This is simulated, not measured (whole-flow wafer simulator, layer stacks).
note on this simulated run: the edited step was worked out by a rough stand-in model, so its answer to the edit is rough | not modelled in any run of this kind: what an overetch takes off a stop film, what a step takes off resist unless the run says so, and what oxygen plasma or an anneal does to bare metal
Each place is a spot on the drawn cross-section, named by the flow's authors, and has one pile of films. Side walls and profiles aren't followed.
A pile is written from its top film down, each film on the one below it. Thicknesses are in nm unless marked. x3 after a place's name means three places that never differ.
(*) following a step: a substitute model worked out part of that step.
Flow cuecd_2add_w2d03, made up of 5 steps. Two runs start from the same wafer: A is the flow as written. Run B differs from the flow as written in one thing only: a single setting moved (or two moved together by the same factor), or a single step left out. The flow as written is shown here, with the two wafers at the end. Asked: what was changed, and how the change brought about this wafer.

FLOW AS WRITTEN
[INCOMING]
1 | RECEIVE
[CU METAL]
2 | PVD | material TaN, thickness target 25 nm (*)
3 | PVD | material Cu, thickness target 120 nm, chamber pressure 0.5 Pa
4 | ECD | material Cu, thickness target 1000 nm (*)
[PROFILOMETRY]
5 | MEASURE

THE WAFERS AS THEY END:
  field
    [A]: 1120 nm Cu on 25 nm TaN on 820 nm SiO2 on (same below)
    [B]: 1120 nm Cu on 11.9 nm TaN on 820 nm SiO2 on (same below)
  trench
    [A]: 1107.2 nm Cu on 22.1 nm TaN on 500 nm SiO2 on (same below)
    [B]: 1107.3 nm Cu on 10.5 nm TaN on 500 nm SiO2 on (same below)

The reason: step 2, PVD: thickness target 11.9 nm was run, whereas the flow has thickness target 25 nm.
The wafer lets one read it off: field has TaN 11.9, and step 2 as written asks for 25 nm.

How this came from the change, step by step:
  2 | PVD | material TaN, thickness target 25 nm (*)
      field: A TaN gains 25 (new film) | B TaN gains 11.9 (new film)
      trench: A TaN gains 22.1 (new film) | B TaN gains 10.5 (new film)
